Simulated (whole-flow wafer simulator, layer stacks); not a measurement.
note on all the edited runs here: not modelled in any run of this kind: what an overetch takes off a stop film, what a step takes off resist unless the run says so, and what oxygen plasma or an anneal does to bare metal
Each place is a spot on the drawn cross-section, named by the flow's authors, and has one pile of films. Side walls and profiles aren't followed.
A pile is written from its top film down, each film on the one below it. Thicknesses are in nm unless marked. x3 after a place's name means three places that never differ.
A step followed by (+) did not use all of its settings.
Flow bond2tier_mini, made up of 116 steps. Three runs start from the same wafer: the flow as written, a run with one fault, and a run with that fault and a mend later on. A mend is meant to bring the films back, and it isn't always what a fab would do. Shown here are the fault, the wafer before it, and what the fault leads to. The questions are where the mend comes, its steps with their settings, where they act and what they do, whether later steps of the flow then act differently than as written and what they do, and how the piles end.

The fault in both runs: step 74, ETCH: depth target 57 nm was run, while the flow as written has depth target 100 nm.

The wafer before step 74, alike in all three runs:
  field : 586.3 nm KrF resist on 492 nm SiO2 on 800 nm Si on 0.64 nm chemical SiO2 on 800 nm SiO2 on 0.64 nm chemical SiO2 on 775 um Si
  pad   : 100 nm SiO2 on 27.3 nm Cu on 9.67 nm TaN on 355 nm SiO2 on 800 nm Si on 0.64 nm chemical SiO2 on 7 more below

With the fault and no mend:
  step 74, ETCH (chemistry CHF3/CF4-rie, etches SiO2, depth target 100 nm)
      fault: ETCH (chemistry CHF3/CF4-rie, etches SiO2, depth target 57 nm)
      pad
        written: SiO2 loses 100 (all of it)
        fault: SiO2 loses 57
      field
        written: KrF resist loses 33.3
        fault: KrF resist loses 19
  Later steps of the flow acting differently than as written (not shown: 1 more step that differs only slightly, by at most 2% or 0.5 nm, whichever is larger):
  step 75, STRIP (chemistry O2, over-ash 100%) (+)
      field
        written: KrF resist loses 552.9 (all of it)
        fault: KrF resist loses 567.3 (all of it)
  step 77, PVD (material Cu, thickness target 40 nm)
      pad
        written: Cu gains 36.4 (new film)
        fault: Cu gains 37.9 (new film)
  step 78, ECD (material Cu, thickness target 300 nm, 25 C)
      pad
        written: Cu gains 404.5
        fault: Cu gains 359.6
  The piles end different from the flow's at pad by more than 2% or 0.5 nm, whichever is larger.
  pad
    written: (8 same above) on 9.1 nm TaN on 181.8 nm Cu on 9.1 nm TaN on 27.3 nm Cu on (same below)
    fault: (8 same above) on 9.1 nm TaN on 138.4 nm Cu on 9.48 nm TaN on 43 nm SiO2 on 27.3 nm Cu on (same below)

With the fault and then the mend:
  The mend stands after step 74.
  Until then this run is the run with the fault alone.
  step 74a, ETCH (chemistry CHF3/CF4-rie, etches SiO2, depth target 43 nm) (a further turn of the flow's step 74, with different settings)
      field
        KrF resist loses 14.3
      pad
        SiO2 loses 43 (all of it)
  None of the later steps of the flow acts differently than as written at any place that is followed.
  By the end, the piles equal the flow's at every place that both follow.
